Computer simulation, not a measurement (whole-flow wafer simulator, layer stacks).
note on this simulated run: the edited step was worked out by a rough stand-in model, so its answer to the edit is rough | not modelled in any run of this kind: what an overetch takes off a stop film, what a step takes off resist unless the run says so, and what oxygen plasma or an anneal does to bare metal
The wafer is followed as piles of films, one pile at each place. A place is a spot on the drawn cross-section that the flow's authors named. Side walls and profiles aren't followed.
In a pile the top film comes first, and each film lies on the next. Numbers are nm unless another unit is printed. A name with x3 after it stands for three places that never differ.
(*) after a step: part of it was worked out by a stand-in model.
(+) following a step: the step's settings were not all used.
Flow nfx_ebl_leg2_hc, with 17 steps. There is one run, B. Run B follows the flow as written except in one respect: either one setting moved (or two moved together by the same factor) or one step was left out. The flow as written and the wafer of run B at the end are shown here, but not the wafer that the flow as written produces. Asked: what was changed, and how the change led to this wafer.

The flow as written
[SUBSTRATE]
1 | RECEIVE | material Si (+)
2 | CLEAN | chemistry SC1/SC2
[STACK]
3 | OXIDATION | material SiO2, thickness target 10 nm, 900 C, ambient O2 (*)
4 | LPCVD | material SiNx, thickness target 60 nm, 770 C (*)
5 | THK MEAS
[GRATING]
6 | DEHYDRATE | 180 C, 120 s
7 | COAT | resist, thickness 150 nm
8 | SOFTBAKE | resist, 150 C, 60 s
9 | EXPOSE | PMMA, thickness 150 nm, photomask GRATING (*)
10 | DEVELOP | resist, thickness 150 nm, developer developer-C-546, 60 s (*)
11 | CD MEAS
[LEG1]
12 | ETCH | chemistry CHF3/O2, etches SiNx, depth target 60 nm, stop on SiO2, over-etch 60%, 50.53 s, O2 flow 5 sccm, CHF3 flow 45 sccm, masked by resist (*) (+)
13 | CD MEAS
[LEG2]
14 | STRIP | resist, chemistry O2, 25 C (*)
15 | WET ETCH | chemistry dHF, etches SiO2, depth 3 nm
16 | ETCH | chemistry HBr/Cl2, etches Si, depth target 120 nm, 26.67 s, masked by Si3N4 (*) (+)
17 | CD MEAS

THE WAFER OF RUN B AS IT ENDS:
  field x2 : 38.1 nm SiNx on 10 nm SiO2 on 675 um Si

What caused this: step 4, LPCVD: thickness target 49.5 nm was run, while the flow as written has thickness target 60 nm.

How this came from the change, step by step:
  4 | LPCVD | material SiNx, thickness target 60 nm, 770 C (*)
      field x2, pad x2: SiNx gains 49.5 (new film) (it would be, as written: SiNx gains 60 (new film))
  12 | ETCH | chemistry CHF3/O2, etches SiNx, depth target 60 nm, stop on SiO2, over-etch 60%, 50.53 s, O2 flow 5 sccm, CHF3 flow 45 sccm, masked by resist (*) (+)
      pad x2: SiNx loses 49.5 (all of it), SiO2 loses 10 (all of it) (it would be, as written: SiNx loses 60 (all of it), SiO2 loses 10 (all of it))
